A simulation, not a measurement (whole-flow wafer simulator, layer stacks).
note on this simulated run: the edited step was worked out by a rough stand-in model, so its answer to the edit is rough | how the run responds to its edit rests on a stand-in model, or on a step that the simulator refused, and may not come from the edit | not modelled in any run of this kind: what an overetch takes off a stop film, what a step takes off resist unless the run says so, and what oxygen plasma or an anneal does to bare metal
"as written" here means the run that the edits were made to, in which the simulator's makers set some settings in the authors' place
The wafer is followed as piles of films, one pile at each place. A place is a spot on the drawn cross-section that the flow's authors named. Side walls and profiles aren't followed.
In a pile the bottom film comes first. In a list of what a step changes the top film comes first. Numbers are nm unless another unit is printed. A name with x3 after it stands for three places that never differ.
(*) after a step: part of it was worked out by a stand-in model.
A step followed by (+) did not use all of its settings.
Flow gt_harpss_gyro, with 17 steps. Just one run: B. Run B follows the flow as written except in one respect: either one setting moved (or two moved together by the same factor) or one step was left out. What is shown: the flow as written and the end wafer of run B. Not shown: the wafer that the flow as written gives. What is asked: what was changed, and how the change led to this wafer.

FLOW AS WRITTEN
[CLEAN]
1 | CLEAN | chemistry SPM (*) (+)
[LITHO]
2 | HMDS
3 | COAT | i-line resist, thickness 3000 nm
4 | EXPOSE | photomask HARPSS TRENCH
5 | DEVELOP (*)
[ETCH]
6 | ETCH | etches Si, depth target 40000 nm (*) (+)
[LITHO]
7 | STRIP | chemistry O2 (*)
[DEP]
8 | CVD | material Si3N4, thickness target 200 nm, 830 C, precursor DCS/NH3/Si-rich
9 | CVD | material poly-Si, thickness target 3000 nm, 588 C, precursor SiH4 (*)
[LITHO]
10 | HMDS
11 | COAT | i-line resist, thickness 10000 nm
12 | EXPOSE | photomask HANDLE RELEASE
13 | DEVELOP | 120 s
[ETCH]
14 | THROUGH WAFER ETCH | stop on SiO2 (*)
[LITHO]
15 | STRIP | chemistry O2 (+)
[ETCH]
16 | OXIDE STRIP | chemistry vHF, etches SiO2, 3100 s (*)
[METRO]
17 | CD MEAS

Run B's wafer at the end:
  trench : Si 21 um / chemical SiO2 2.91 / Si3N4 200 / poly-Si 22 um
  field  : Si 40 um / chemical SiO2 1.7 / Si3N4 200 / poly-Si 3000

Cause: step 6, ETCH: depth target 19000 nm was run, whereas the flow has depth target 40000 nm.

Step by step, how the change led to this:
  6 | ETCH | etches Si, depth target 40000 nm (*) (+)
      trench: -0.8 chemical SiO2 (all of it), -19 um Si (it would be, as written: -0.8 chemical SiO2 (all of it), -40 um Si (all of it))
      field: -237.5 i-line resist (it would be, as written: -500 i-line resist)
  7 | STRIP | chemistry O2 (*)
      trench: +2.91 chemical SiO2 (new film), -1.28 Si (it would be, as written: nothing)
      field: -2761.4 i-line resist (all of it), +0.9 chemical SiO2, -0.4 Si (it would be, as written: -2498.9 i-line resist (all of it), +0.87 chemical SiO2, -0.38 Si)
  8 | CVD | material Si3N4, thickness target 200 nm, 830 C, precursor DCS/NH3/Si-rich
      trench: +200 Si3N4 (new film) (it would be, as written: +195.9 Si3N4 (new film))
  9 | CVD | material poly-Si, thickness target 3000 nm, 588 C, precursor SiH4 (*)
      trench: +22 um poly-Si (new film) (it would be, as written: +43.01 um poly-Si (new film))
